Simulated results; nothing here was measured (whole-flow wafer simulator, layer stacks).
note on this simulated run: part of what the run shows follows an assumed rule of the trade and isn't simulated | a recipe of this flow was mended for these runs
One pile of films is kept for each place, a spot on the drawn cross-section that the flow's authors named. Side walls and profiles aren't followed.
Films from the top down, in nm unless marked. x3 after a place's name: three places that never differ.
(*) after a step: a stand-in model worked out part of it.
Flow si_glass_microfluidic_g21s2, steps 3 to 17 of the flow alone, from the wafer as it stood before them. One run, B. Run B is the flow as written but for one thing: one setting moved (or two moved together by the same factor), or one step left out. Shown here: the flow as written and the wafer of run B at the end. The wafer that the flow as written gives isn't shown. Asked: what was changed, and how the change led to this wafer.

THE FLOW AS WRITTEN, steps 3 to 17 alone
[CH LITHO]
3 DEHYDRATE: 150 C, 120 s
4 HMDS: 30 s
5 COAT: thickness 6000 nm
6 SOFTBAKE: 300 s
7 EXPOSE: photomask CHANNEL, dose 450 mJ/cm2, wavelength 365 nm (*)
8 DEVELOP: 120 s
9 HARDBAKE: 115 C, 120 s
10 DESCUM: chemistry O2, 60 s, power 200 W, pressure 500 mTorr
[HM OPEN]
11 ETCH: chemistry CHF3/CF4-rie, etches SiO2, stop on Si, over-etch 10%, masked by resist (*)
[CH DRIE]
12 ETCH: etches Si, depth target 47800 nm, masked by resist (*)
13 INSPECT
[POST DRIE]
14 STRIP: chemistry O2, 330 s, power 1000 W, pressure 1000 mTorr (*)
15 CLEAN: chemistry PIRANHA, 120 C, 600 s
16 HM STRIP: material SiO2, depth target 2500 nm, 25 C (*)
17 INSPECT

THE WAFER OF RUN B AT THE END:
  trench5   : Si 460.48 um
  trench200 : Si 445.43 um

The cause: step 5, COAT: thickness 3840 nm was run, where the flow has thickness 6000 nm.

How the change led to this, step by step:
  5 COAT: thickness 6000 nm
      land, trench20, trench5, trench200: thick-i-line-resist +3840 (new film) (as written it would be: thick-i-line-resist +6000 (new film))
  8 DEVELOP: 120 s
      trench20, trench5, trench200: thick-i-line-resist -3840 (all of it) (as written it would be: thick-i-line-resist -6000 (all of it))
  9 HARDBAKE: 115 C, 120 s
      land: thick-i-line-resist -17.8 (as written it would be: thick-i-line-resist -33.5)
  12 ETCH: etches Si, depth target 47800 nm, masked by resist (*)
      trench5: Si -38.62 um (as written it would be: Si -38.09 um)
      trench200: Si -53.67 um (as written it would be: Si -54.08 um)
  14 STRIP: chemistry O2, 330 s, power 1000 W, pressure 1000 mTorr (*)
      land: thick-i-line-resist -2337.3 (all of it) (as written it would be: thick-i-line-resist -4476.3 (all of it))
